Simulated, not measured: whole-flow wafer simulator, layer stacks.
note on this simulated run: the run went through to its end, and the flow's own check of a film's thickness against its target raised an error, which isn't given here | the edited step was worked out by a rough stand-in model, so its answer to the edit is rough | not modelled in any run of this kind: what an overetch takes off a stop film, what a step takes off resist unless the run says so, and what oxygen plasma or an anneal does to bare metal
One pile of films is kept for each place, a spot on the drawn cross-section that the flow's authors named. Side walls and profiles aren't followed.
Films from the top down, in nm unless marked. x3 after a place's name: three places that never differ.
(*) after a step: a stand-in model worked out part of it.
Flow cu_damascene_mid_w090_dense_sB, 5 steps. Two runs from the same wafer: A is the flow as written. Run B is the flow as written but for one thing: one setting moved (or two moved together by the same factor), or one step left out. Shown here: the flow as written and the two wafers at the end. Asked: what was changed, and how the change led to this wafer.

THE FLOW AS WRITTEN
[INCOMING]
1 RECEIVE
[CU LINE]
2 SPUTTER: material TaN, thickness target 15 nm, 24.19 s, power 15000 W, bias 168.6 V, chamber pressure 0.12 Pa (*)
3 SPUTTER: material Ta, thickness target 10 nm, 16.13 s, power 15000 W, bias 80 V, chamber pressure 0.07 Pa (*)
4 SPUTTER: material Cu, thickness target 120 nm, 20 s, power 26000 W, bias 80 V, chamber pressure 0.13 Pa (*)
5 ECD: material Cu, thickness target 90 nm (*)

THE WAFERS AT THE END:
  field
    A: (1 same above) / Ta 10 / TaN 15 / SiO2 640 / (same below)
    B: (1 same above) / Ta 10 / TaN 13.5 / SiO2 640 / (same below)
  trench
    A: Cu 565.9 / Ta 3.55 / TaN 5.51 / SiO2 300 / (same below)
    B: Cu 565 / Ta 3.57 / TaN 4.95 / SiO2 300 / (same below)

The cause: step 2, SPUTTER: power 13480 W was run, where the flow has power 15000 W.

How the change led to this, step by step:
  2 SPUTTER: material TaN, thickness target 15 nm, 24.19 s, power 15000 W, bias 168.6 V, chamber pressure 0.12 Pa (*)
      field: A TaN +15 (new film) | B TaN +13.5 (new film)
      trench: A TaN +5.51 (new film) | B TaN +4.95 (new film)
